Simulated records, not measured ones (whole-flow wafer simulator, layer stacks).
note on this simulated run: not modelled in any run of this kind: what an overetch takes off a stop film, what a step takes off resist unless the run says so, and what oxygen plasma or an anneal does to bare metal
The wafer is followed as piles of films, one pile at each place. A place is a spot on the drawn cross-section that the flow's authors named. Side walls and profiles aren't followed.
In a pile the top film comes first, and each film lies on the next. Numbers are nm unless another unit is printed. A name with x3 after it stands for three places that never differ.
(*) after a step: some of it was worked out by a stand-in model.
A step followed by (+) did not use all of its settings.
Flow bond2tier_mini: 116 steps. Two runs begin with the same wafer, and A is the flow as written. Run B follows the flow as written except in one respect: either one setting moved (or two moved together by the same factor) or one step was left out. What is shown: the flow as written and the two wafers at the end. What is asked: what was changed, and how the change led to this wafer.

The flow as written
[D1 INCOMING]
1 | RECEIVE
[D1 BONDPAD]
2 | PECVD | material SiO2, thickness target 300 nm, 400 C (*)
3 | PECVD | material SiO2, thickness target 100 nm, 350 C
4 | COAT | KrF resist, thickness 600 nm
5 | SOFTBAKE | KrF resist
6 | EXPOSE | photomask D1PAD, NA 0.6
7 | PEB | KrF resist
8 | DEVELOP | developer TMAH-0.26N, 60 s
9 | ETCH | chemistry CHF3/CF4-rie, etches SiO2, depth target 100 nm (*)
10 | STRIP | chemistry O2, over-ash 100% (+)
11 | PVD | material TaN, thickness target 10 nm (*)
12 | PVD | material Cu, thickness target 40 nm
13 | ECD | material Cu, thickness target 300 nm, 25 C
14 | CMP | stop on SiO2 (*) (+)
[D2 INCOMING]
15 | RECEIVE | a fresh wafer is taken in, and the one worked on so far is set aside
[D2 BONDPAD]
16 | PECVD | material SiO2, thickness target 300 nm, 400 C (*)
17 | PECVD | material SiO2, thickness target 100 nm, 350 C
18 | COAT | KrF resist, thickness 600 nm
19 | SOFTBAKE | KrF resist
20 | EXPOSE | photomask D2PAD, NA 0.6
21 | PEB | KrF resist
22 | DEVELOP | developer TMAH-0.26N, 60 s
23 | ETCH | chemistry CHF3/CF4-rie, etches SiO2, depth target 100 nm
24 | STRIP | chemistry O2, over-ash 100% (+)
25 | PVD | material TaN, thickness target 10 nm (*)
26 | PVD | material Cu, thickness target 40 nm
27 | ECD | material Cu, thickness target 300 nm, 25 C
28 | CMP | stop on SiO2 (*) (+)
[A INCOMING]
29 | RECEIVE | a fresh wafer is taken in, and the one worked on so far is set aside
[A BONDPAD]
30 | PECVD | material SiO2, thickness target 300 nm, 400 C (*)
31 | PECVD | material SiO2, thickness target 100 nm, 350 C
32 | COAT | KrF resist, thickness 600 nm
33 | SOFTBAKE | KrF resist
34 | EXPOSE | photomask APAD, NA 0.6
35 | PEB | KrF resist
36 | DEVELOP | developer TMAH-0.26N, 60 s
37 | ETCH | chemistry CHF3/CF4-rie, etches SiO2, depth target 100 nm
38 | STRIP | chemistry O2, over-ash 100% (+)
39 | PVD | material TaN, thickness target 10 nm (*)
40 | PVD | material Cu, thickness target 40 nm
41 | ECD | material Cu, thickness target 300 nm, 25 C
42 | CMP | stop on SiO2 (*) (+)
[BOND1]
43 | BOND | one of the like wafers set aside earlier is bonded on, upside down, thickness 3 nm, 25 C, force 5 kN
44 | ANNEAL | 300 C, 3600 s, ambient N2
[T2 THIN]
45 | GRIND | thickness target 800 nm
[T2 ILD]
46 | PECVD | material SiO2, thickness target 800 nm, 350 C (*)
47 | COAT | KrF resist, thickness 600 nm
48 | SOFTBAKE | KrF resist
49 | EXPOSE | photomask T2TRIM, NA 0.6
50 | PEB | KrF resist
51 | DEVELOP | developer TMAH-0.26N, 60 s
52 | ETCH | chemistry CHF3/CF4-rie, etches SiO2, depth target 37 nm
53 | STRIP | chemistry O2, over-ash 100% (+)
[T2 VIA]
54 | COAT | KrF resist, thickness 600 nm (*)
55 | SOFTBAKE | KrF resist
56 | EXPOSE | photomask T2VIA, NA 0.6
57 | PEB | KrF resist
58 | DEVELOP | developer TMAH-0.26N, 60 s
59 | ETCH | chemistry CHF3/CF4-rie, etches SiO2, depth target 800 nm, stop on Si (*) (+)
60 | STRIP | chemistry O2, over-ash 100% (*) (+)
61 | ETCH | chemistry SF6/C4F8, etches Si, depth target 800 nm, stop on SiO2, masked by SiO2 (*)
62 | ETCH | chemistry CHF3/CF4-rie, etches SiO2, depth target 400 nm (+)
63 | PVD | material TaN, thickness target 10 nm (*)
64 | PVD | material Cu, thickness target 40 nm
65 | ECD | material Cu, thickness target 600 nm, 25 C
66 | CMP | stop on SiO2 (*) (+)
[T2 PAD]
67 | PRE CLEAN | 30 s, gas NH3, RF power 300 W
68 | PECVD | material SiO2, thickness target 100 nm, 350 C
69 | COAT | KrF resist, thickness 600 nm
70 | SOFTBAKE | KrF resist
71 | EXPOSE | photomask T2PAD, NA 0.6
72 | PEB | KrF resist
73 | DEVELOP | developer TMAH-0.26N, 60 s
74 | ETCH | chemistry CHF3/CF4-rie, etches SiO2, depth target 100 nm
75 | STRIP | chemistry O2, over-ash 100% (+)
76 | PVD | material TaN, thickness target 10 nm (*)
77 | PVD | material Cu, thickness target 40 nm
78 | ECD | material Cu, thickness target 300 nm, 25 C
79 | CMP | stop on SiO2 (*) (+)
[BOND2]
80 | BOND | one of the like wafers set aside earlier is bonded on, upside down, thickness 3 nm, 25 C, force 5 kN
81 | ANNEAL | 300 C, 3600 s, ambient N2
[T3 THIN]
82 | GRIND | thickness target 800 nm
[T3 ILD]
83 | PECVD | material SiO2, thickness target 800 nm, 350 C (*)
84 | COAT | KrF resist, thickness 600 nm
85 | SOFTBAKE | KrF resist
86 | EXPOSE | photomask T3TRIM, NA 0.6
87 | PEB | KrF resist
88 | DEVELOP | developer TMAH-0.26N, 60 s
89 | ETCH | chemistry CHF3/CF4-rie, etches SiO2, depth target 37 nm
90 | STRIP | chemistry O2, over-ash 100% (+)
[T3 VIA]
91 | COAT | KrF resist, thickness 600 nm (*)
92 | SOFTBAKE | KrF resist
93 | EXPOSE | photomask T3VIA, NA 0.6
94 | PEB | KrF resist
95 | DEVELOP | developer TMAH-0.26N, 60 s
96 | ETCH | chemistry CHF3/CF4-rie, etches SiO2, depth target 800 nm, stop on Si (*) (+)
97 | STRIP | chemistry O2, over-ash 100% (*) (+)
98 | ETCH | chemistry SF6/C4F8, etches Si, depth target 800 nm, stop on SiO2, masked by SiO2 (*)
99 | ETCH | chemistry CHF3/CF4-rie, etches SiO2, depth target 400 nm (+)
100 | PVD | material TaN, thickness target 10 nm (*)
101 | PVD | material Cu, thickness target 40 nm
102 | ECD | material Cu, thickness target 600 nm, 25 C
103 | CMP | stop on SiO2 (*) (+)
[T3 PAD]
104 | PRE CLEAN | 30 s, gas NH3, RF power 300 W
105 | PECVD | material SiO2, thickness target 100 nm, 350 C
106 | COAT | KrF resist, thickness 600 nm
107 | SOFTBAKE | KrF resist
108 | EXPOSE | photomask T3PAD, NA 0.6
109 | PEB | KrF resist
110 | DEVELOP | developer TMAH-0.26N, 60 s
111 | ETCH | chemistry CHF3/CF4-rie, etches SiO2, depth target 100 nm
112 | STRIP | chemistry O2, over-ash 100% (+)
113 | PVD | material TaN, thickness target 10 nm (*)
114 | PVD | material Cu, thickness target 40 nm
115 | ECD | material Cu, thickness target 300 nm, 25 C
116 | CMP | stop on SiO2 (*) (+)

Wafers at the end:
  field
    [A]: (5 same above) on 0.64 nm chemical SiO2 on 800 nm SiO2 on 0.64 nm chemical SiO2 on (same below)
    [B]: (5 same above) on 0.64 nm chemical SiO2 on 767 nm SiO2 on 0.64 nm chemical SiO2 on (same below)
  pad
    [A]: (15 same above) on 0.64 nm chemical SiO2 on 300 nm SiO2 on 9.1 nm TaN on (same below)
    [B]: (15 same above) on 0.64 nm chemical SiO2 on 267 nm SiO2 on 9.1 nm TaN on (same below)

The reason: step 3, PECVD: thickness target 67 nm was run, whereas the flow has thickness target 100 nm.

The path from the change to this, step by step:
  3 | PECVD | material SiO2, thickness target 100 nm, 350 C
      field, pad, via: A SiO2 gains 100 | B SiO2 gains 67
  43 | BOND | one of the like wafers set aside earlier is bonded on, upside down, thickness 3 nm, 25 C, force 5 kN
      field: A Si gains 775 um (new film), chemical SiO2 gains 0.64 (new film), SiO2 gains 400 | B Si gains 775 um (new film), chemical SiO2 gains 0.64 (new film), SiO2 gains 367
      pad: A Si gains 775 um (new film), chemical SiO2 gains 0.64 (new film), SiO2 gains 300 (new film), TaN gains 9.1 (new film), Cu gains 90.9 | B Si gains 775 um (new film), chemical SiO2 gains 0.64 (new film), SiO2 gains 267 (new film), TaN gains 9.1 (new film), Cu gains 90.9
      (also at 1 further place)
